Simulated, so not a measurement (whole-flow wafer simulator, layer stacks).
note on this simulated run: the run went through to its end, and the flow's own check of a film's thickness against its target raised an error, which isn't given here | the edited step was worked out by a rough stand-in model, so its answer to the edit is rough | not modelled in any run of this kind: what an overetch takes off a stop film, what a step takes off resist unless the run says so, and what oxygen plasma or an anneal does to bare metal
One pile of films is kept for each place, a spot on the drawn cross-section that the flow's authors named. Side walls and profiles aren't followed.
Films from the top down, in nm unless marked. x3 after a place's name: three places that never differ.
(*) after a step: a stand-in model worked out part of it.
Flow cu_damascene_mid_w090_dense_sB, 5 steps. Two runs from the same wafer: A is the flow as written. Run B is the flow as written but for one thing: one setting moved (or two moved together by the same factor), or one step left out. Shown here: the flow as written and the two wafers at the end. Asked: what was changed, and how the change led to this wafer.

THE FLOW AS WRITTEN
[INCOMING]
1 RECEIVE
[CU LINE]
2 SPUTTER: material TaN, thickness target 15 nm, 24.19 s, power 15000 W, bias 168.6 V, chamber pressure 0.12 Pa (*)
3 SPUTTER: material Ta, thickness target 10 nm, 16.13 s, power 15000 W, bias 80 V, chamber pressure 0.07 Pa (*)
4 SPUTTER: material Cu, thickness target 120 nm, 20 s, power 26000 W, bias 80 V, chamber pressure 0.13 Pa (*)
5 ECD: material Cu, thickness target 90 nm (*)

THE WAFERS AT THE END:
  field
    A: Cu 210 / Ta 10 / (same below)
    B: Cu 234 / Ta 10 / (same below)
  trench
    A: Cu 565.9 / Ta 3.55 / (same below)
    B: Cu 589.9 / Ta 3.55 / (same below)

The cause: step 4, SPUTTER: thickness target 144 nm was run, where the flow has thickness target 120 nm; step 4, SPUTTER: 24 s was run, where the flow has 20 s.

How the change led to this, step by step:
  4 SPUTTER: material Cu, thickness target 120 nm, 20 s, power 26000 W, bias 80 V, chamber pressure 0.13 Pa (*)
      field: A Cu +120 (new film) | B Cu +144 (new film)
      trench: A Cu +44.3 (new film) | B Cu +53.2 (new film)
  5 ECD: material Cu, thickness target 90 nm (*)
      trench: A Cu +521.6 | B Cu +536.7
